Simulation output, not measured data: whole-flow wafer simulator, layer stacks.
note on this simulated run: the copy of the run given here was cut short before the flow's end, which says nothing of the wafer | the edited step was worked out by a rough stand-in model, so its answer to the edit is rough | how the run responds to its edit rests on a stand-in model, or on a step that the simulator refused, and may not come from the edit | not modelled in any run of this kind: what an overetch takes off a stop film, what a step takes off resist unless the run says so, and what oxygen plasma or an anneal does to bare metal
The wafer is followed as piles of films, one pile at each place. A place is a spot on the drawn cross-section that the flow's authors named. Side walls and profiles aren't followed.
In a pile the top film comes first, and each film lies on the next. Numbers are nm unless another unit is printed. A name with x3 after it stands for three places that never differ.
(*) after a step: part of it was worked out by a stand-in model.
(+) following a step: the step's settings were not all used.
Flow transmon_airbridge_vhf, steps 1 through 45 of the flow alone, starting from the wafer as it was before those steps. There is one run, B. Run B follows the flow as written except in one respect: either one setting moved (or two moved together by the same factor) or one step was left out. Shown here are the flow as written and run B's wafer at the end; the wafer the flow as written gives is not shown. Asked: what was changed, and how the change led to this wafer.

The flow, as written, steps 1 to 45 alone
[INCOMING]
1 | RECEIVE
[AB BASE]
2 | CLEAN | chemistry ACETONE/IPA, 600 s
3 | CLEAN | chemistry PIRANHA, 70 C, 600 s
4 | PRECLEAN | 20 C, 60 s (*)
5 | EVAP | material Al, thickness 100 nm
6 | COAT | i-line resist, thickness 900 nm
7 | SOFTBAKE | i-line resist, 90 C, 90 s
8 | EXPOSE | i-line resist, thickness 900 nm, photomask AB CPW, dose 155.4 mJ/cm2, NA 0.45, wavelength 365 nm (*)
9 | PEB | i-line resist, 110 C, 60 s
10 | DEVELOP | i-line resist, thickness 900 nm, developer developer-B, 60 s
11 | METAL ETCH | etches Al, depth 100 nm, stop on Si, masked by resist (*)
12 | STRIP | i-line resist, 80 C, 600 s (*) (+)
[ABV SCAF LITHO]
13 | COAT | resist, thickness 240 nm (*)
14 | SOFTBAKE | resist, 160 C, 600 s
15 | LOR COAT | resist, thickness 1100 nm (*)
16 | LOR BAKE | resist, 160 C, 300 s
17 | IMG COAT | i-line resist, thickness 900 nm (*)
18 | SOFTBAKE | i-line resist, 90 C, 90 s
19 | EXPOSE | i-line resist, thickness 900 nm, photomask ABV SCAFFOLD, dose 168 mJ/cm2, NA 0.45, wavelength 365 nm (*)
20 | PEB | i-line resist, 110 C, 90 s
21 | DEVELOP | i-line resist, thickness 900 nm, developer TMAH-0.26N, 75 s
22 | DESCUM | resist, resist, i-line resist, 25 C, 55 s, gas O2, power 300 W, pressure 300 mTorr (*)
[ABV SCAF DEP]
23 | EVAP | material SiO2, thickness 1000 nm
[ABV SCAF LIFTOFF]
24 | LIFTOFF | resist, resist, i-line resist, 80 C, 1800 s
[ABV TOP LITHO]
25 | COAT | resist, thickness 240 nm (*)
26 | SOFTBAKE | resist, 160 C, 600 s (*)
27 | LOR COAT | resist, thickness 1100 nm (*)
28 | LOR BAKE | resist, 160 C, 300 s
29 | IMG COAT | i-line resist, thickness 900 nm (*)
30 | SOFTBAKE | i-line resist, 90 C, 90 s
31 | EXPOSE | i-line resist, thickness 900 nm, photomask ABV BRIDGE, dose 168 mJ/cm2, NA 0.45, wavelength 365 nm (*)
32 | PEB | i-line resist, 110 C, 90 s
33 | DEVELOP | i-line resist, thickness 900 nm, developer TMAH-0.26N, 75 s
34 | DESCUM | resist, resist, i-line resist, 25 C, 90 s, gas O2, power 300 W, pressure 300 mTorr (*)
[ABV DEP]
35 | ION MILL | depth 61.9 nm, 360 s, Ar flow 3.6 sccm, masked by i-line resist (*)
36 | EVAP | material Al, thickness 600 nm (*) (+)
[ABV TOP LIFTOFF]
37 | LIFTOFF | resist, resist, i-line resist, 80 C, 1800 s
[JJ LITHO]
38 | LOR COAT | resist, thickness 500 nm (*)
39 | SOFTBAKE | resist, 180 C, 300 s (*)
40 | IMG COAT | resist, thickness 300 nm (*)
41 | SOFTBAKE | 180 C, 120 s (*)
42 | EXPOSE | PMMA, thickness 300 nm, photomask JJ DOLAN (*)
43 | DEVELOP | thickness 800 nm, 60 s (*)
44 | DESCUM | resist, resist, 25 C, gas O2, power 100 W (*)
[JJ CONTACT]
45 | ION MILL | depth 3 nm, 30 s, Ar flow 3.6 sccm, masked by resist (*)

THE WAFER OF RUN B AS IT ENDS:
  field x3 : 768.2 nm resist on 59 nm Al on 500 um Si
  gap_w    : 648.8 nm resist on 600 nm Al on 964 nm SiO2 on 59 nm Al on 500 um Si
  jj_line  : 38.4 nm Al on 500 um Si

What caused this: step 11, METAL ETCH: depth 41 nm was run, though the flow has depth 100 nm.

Step by step, how the change led to this:
  11 | METAL ETCH | etches Al, depth 100 nm, stop on Si, masked by resist (*)
      field x3, jj_line, gap_w, gap_e: Al loses 41 (as written it would have been: Al loses 100 (all of it))
      ground_far, pad_w, flank_w and 8 more: i-line resist loses 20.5 (as written it would have been: i-line resist loses 50)
  12 | STRIP | i-line resist, 80 C, 600 s (*) (+)
      ground_far, pad_w, flank_w and 8 more: i-line resist loses 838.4 (all of it) (as written it would have been: i-line resist loses 808.9 (all of it))
  13 | COAT | resist, thickness 240 nm (*)
      flank_w, flank_e: resist gains 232 (new film) (as written it would have been: resist gains 222.3 (new film))
      gap_w, gap_e: resist gains 245.2 (new film) (as written it would have been: resist gains 251.7 (new film))
  22 | DESCUM | resist, resist, i-line resist, 25 C, 55 s, gas O2, power 300 W, pressure 300 mTorr (*)
      flank_w, flank_e: resist loses 232 (all of it) (as written it would have been: resist loses 222.3 (all of it))
      gap_w, gap_e: resist loses 245.2 (all of it) (as written it would have been: resist loses 251.7 (all of it))
  25 | COAT | resist, thickness 240 nm (*)
      flank_w, flank_e: resist gains 160.1 (new film) (as written it would have been: resist gains 152.6 (new film))
      gap_w, gap_e: resist gains 204.3 (new film) (as written it would have been: resist gains 210.7 (new film))
  29 | IMG COAT | i-line resist, thickness 900 nm (*)
      gap_w, gap_e: i-line resist gains 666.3 (new film) (as written it would have been: i-line resist gains 681.7 (new film))
  32 | PEB | i-line resist, 110 C, 90 s
      gap_w, gap_e: i-line resist loses 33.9 (as written it would have been: i-line resist loses 34.7)
  33 | DEVELOP | i-line resist, thickness 900 nm, developer TMAH-0.26N, 75 s
      gap_w, gap_e: i-line resist loses 632.3 (all of it), resist loses 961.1 (as written it would have been: i-line resist loses 646.9 (all of it), resist loses 977.8)
  34 | DESCUM | resist, resist, i-line resist, 25 C, 90 s, gas O2, power 300 W, pressure 300 mTorr (*)
      flank_w, flank_e: resist loses 160.1 (all of it) (as written it would have been: resist loses 152.6 (all of it))
      gap_w, gap_e: resist loses 204.3 (all of it) (as written it would have been: resist loses 210.7 (all of it))
  38 | LOR COAT | resist, thickness 500 nm (*)
      gap_w, gap_e: resist gains 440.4 (new film) (as written it would have been: resist gains 450.7 (new film))
  40 | IMG COAT | resist, thickness 300 nm (*)
      flank_w, flank_e: resist gains 220.4 (as written it would have been: resist gains 212.1)
      gap_w, gap_e: resist gains 240.2 (as written it would have been: resist gains 245.7)
  45 | ION MILL | depth 3 nm, 30 s, Ar flow 3.6 sccm, masked by resist (*)
      jj_line: Al loses 20.6 (as written it would have been: Si loses 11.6)
If metal films that touch count as one body, field x3 has 1 body; the flow as written gives 0 bodies.
If metal films that touch count as one body, gap_w has 2 bodies (between them, from the top down: SiO2 964); the flow as written gives 1 body.
If metal films that touch count as one body, jj_line has 1 body; the flow as written gives 0 bodies.
